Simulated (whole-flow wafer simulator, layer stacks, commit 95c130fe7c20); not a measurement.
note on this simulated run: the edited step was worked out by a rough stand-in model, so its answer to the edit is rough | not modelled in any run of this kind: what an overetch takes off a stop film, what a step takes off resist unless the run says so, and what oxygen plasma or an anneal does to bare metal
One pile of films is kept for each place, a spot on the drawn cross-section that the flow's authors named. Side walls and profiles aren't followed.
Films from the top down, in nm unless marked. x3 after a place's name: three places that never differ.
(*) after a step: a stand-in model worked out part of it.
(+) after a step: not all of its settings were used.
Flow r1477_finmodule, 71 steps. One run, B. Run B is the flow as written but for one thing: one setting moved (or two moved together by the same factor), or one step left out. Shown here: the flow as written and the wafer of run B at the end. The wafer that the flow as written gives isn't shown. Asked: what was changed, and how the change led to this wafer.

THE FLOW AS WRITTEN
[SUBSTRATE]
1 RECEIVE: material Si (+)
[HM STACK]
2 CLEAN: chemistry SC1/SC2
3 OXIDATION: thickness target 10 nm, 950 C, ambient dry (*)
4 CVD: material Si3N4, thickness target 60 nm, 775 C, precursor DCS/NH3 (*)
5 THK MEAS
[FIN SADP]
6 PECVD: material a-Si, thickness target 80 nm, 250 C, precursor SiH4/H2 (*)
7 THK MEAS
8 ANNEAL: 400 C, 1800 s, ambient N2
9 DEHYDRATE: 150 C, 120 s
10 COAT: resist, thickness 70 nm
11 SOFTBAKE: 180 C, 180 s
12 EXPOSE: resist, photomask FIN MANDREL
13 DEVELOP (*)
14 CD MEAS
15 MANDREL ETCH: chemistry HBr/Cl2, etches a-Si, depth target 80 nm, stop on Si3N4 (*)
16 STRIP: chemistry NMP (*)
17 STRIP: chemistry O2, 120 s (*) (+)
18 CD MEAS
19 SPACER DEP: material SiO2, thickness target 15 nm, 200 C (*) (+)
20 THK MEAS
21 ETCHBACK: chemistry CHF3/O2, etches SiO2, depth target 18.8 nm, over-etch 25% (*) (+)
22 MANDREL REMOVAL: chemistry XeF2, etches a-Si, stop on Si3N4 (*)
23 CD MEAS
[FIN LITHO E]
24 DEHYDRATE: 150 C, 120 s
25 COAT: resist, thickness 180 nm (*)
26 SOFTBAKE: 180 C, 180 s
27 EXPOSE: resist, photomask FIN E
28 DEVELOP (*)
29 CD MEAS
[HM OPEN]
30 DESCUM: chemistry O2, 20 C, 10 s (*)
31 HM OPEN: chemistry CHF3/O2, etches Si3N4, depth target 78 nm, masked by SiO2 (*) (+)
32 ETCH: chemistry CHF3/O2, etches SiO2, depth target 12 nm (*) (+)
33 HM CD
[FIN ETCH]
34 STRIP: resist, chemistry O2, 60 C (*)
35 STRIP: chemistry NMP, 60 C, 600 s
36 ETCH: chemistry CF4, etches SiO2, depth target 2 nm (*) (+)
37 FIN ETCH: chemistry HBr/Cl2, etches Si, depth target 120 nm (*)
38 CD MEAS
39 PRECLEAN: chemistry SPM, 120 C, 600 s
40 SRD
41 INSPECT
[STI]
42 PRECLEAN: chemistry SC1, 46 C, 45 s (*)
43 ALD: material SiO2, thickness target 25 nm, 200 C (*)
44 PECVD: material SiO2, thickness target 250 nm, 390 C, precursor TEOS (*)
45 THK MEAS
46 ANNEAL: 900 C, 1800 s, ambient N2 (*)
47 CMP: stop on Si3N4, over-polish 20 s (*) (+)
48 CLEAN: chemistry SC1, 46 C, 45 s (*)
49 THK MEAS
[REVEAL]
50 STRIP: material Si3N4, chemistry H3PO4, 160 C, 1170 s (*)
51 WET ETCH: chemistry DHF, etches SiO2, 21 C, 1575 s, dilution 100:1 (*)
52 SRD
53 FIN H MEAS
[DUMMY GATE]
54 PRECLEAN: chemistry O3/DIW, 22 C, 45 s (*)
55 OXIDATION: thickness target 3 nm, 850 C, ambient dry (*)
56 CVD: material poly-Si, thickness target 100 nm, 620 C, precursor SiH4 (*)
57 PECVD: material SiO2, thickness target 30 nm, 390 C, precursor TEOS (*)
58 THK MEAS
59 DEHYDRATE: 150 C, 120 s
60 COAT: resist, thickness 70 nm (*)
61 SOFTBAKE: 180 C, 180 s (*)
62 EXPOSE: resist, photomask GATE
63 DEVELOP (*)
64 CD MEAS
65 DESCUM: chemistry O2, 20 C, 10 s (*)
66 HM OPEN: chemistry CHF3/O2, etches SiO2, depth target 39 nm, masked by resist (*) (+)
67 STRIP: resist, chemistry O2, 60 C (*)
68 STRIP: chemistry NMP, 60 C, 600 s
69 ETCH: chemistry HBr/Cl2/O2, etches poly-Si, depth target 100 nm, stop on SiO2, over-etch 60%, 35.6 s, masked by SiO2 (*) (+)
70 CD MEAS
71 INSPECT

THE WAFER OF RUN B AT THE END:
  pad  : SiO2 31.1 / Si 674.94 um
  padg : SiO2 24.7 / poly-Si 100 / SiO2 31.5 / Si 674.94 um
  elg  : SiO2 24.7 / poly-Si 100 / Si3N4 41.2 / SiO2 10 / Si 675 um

The cause: step 37, FIN ETCH: depth target 48 nm was run, where the flow has depth target 120 nm.

How the change led to this, step by step:
  37 FIN ETCH: chemistry HBr/Cl2, etches Si, depth target 120 nm (*)
      pad, padg, esg and 19 more: Si -48 (as written it would be: Si -120)
      elg, e40lg, e100lg, e200lg, elo, e40lo, e100lo, e200lo: Si3N4 -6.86 (as written it would be: Si3N4 -17.1)
      (and at 6 more places)
  43 ALD: material SiO2, thickness target 25 nm, 200 C (*)
      s40cg, s45cg, s50cg, s40co, s45co, s50co: SiO2 +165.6 (new film) (as written it would be: SiO2 +232.1 (new film))
      esg: SiO2 +132.5 (new film) (as written it would be: SiO2 +194.3 (new film))
  47 CMP: stop on Si3N4, over-polish 20 s (*) (+)
      pad, padg, e40sg and 11 more: SiO2 -143.8 (as written it would be: SiO2 -71.8)
      elg, esg, e40lg and 6 more: SiO2 -251.9 (as written it would be: SiO2 -241.6)
      (and at 1 more place)
  51 WET ETCH: chemistry DHF, etches SiO2, 21 C, 1575 s, dilution 100:1 (*)
      elg, e40lg, e100lg, e200lg, elo, e40lo, e100lo, e200lo: SiO2 -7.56 (all of it), Si3N4 -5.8 (as written it would be: SiO2 -17.8 (all of it), Si3N4 -4.97)
  56 CVD: material poly-Si, thickness target 100 nm, 620 C, precursor SiH4 (*)
      esg: poly-Si +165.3 (new film) (as written it would be: poly-Si +156 (new film))
  60 COAT: resist, thickness 70 nm (*)
      e40sg, eso, e40so: resist +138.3 (new film) (as written it would be: resist +129.5 (new film))
      e100sg, e100so: resist +138.2 (new film) (as written it would be: resist +129.4 (new film))
      (and at 2 more places)
  63 DEVELOP (*)
      eso, e40so: resist -138.3 (all of it) (as written it would be: resist -129.5 (all of it))
      e100so: resist -138.2 (all of it) (as written it would be: resist -129.4 (all of it))
      (and at 1 more place)
  67 STRIP: resist, chemistry O2, 60 C (*)
      e40sg: resist -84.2 (all of it) (as written it would be: resist -75.4 (all of it))
      e100sg: resist -84.1 (all of it) (as written it would be: resist -75.3 (all of it))
      (and at 1 more place)
